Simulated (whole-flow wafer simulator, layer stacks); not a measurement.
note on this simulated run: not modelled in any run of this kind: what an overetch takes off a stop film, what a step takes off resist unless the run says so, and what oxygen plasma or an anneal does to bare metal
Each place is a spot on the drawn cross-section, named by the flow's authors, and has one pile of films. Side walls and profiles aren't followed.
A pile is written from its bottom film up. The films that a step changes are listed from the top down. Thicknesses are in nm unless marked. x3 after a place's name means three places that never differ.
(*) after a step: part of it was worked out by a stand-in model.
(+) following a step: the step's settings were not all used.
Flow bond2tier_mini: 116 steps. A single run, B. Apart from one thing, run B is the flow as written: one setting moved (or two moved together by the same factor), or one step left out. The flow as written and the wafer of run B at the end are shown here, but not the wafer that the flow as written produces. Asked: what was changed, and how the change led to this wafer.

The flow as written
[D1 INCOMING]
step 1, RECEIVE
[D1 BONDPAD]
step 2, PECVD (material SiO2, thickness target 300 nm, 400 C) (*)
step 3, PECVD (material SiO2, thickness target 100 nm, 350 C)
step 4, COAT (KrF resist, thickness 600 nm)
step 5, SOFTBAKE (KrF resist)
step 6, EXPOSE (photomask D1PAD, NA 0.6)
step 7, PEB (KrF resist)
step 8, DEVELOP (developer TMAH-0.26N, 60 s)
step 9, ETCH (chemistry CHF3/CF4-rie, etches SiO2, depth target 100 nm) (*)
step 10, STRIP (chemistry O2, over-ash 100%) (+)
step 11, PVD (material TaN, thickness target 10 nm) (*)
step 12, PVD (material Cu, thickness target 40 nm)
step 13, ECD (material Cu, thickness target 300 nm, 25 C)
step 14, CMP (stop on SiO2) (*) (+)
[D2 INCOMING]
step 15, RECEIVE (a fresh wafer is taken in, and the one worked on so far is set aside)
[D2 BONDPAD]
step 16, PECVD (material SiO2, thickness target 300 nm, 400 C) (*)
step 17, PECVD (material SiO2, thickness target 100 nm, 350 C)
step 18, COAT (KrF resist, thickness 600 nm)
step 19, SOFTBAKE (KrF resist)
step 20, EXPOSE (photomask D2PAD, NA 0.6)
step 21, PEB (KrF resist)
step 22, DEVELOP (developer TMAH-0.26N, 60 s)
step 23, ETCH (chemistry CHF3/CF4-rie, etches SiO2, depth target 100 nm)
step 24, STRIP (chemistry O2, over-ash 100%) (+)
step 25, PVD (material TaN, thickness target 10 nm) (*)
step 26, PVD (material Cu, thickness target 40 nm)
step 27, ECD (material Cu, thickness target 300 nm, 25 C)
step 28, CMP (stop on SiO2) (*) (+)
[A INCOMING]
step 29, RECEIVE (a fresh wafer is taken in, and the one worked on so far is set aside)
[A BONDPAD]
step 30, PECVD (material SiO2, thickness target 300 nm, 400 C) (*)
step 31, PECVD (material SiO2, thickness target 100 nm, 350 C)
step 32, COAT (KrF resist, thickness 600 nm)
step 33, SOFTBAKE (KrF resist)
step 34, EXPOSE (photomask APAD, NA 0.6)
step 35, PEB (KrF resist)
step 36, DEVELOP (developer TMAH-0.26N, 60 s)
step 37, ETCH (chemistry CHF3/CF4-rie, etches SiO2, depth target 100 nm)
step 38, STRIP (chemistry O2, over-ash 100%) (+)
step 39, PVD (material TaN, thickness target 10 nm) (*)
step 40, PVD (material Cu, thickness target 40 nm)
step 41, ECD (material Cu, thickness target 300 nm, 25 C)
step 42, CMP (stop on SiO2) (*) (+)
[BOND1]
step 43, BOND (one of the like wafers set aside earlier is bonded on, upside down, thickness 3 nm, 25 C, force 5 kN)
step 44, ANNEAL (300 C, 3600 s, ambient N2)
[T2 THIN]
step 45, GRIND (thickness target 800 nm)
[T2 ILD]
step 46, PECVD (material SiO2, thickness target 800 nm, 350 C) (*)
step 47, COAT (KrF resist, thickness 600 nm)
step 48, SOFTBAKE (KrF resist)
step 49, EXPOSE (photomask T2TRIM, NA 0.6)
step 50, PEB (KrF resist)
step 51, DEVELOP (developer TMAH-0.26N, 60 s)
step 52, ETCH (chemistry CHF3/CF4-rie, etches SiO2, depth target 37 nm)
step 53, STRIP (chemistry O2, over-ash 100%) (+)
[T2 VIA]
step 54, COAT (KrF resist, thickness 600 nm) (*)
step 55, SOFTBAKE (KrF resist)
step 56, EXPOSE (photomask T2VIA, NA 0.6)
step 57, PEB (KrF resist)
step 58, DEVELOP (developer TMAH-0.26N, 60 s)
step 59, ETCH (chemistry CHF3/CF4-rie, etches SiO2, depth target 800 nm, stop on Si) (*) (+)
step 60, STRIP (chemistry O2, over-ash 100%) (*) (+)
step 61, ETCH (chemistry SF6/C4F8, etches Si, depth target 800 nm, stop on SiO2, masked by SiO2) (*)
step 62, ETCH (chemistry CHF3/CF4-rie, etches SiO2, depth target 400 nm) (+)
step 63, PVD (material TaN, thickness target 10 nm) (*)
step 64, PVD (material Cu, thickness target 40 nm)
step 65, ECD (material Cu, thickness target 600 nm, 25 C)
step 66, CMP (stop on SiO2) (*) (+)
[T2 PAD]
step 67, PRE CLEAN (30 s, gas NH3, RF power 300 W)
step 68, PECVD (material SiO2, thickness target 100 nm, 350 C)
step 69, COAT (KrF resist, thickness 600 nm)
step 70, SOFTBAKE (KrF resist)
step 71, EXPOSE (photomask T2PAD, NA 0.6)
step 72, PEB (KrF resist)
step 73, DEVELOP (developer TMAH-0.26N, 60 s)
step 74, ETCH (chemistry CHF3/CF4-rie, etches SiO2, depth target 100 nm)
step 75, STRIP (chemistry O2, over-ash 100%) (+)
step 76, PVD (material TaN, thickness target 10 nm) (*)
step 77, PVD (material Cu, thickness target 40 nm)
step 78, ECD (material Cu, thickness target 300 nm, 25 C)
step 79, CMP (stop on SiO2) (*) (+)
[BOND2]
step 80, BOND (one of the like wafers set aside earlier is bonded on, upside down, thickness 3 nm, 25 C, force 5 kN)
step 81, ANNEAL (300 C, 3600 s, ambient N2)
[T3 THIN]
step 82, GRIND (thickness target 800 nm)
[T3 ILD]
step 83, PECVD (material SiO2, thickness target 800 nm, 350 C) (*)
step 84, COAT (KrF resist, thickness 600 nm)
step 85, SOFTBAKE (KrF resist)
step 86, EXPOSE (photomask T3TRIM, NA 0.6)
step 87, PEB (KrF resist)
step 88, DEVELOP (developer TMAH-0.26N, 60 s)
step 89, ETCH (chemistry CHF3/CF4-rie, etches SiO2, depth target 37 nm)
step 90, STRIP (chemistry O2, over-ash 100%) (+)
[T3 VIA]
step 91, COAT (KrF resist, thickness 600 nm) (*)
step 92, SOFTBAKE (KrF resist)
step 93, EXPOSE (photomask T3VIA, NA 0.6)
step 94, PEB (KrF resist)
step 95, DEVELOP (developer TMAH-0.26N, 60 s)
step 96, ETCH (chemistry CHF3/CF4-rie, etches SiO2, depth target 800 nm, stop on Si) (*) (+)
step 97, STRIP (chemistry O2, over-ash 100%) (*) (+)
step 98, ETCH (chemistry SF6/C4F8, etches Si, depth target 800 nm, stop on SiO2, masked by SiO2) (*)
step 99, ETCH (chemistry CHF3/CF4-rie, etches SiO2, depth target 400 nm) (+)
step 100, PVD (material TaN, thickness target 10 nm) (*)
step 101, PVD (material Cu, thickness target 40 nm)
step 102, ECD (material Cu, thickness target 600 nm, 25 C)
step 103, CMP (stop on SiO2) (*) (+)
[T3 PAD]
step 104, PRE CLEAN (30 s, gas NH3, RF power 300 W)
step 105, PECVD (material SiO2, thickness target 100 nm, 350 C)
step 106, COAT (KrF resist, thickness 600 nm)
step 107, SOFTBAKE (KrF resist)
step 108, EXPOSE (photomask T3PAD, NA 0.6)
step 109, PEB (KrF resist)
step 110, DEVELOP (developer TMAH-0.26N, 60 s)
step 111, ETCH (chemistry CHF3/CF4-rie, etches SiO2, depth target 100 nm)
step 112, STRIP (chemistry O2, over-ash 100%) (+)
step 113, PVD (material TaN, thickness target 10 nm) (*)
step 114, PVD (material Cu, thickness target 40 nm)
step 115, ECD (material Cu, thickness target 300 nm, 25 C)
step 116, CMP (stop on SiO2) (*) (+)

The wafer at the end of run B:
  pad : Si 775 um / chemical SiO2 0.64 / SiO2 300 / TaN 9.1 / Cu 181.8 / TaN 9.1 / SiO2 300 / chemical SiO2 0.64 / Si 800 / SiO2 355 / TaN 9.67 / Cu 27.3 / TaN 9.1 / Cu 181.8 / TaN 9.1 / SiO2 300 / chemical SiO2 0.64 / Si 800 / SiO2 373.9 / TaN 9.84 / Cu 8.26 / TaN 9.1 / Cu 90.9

What caused this: step 89, ETCH: depth target 18.1 nm was run, though the flow has depth target 37 nm.

How this came from the change, step by step:
  step 89, ETCH (chemistry CHF3/CF4-rie, etches SiO2, depth target 37 nm)
      field: -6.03 KrF resist (as written it would have been: -12.3 KrF resist)
      pad: -18.1 SiO2 (as written it would have been: -37 SiO2)
  step 97, STRIP (chemistry O2, over-ash 100%) (*) (+)
      field: -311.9 KrF resist (all of it) (as written it would have been: -303.9 KrF resist (all of it))
      pad: -327.6 KrF resist (all of it) (as written it would have been: -336 KrF resist (all of it))
  step 102, ECD (material Cu, thickness target 600 nm, 25 C)
      pad: +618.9 Cu (as written it would have been: +638.7 Cu)
